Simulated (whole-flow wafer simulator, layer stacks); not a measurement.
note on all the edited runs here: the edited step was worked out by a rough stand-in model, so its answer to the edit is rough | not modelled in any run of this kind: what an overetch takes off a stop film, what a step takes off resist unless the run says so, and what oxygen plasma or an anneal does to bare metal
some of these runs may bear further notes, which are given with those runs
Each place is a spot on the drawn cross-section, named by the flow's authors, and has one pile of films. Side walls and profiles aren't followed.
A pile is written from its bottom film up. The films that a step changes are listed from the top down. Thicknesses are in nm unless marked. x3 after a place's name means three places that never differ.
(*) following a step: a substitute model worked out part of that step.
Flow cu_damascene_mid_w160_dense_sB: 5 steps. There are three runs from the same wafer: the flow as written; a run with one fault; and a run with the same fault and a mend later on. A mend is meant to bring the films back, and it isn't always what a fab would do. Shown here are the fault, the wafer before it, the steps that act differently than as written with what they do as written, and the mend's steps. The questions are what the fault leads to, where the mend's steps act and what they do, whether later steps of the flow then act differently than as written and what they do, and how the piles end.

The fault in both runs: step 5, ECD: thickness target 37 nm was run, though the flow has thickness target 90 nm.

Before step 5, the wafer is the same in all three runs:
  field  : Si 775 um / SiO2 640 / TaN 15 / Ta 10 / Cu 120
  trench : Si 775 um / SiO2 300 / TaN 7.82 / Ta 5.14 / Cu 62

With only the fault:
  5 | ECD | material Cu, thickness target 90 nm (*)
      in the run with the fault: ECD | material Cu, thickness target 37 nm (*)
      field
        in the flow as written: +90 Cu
        in the run with the fault: +37 Cu
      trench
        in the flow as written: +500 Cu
        in the run with the fault: +37 Cu
  None of the later steps of the flow acts differently than as written at any place that is followed.
  By the end, the piles at field, trench depart from the flow's by more than 2% or 0.5 nm, whichever is larger.
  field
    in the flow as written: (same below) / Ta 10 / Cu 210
    in the run with the fault: (same below) / Ta 10 / Cu 157
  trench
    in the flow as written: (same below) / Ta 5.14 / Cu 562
    in the run with the fault: (same below) / Ta 5.14 / Cu 99

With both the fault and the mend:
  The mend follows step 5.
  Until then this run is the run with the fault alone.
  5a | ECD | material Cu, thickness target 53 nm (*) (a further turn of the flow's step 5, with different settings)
      field
        +53 Cu
      trench
        +463 Cu
  None of the later steps of the flow acts differently than as written at any place that is followed.
  The piles end the same as the flow's at every place that both follow.
